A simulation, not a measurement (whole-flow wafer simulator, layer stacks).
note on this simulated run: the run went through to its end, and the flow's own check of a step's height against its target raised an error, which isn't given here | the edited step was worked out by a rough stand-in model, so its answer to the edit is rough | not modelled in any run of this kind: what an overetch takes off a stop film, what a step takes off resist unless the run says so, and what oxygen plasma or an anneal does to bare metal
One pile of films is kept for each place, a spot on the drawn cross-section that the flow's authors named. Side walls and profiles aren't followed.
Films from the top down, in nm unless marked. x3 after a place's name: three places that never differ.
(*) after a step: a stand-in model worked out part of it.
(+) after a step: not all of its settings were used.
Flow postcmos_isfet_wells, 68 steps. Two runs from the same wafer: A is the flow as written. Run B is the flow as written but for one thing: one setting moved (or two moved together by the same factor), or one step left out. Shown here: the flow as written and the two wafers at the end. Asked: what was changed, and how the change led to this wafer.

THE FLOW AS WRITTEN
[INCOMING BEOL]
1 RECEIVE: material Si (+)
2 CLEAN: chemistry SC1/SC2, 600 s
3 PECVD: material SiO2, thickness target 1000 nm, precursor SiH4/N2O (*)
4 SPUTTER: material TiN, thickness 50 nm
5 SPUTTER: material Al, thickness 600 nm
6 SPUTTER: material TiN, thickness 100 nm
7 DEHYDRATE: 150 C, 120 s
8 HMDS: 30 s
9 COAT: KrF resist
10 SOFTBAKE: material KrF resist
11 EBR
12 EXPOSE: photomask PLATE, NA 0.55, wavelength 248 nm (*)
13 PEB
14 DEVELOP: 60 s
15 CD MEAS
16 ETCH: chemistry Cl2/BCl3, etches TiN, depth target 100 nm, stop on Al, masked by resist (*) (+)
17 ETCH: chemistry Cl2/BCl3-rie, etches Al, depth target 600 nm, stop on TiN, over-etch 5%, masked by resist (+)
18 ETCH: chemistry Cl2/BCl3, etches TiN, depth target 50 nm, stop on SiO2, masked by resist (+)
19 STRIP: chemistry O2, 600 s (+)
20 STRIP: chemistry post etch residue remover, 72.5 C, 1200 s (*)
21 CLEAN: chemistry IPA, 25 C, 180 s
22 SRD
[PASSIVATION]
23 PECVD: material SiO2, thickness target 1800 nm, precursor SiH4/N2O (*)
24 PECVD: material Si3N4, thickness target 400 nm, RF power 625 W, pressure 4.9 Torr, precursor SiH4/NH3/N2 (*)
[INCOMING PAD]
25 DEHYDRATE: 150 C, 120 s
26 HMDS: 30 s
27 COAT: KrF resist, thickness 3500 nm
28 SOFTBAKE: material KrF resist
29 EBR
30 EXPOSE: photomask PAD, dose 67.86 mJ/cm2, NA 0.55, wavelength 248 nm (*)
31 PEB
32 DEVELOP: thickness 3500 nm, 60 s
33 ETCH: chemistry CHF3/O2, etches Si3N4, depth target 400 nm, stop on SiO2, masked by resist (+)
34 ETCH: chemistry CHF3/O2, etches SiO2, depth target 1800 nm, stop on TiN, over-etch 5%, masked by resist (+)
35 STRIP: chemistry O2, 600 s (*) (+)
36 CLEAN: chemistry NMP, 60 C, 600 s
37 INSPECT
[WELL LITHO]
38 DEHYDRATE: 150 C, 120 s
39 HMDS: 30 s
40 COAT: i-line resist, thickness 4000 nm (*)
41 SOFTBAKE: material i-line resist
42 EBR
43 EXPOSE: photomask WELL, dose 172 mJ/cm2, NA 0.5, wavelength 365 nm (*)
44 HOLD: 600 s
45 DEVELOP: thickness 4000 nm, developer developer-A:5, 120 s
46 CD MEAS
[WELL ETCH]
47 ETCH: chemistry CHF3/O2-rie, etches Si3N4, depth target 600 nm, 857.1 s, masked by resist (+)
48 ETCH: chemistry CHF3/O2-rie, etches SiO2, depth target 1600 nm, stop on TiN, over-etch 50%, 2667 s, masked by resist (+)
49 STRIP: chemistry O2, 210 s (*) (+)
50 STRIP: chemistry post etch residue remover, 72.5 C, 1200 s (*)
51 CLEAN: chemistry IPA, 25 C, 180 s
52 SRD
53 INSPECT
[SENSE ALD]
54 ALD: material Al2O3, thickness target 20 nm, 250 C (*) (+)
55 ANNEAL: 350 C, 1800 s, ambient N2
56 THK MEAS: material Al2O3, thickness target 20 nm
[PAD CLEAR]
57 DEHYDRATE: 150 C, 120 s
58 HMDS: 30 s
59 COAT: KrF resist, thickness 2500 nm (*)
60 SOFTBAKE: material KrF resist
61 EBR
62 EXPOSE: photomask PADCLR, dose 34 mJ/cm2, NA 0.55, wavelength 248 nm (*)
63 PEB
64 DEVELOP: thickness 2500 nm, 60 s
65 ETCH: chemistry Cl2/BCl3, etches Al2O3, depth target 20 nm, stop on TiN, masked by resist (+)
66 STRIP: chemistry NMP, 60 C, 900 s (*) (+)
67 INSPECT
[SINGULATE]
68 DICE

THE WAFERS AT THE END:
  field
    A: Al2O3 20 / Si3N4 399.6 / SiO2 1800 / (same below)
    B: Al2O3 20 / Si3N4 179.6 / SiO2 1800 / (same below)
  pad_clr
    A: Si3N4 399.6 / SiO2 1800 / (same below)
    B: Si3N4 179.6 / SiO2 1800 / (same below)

The cause: step 24, PECVD: thickness target 180 nm was run, where the flow has thickness target 400 nm.

How the change led to this, step by step:
  24 PECVD: material Si3N4, thickness target 400 nm, RF power 625 W, pressure 4.9 Torr, precursor SiH4/NH3/N2 (*)
      field, margin, well900, well1300 x3, pad_rim, pad_clr, pad_open: A Si3N4 +400 (new film) | B Si3N4 +180 (new film)
  33 ETCH: chemistry CHF3/O2, etches Si3N4, depth target 400 nm, stop on SiO2, masked by resist (+)
      field, margin, well900, well1300 x3, pad_rim, pad_clr: A KrF resist -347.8 | B KrF resist -234.8
      pad_open: A Si3N4 -400 (all of it) | B Si3N4 -180 (all of it)
  35 STRIP: chemistry O2, 600 s (*) (+)
      field, margin, well900, well1300 x3, pad_rim, pad_clr: A KrF resist -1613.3 (all of it) | B KrF resist -1726.4 (all of it)
  40 COAT: i-line resist, thickness 4000 nm (*)
      pad_clr: A i-line resist +3256.8 (new film) | B i-line resist +3325.6 (new film)
  41 SOFTBAKE: material i-line resist
      pad_clr: A i-line resist -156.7 | B i-line resist -134.9
      pad_open: A i-line resist +115.3 | B i-line resist +105.5
  47 ETCH: chemistry CHF3/O2-rie, etches Si3N4, depth target 600 nm, 857.1 s, masked by resist (+)
      well900, well1300 x3: A Si3N4 -400 (all of it), SiO2 -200 | B Si3N4 -180 (all of it), SiO2 -420
  48 ETCH: chemistry CHF3/O2-rie, etches SiO2, depth target 1600 nm, stop on TiN, over-etch 50%, 2667 s, masked by resist (+)
      well900, well1300 x3: A SiO2 -1600 (all of it) | B SiO2 -1380 (all of it)
  49 STRIP: chemistry O2, 210 s (*) (+)
      pad_clr: A i-line resist -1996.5 (all of it) | B i-line resist -2087.1 (all of it)
      pad_open: A i-line resist -3816.3 (all of it) | B i-line resist -3727.6 (all of it)
  59 COAT: KrF resist, thickness 2500 nm (*)
      field: A KrF resist +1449 (new film) | B KrF resist +1554.1 (new film)
      margin: A KrF resist +1448.9 (new film) | B KrF resist +1554 (new film)
      (and at 2 more places)
  63 PEB
      field, margin: A KrF resist -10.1 | B KrF resist -10.8
  64 DEVELOP: thickness 2500 nm, 60 s
      pad_clr: A KrF resist -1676 (all of it) | B KrF resist -1749.6 (all of it)
  66 STRIP: chemistry NMP, 60 C, 900 s (*) (+)
      field: A KrF resist -1400.1 (all of it) | B KrF resist -1504.5 (all of it)
      margin: A KrF resist -1400.1 (all of it) | B KrF resist -1504.4 (all of it)
      (and at 1 more place)
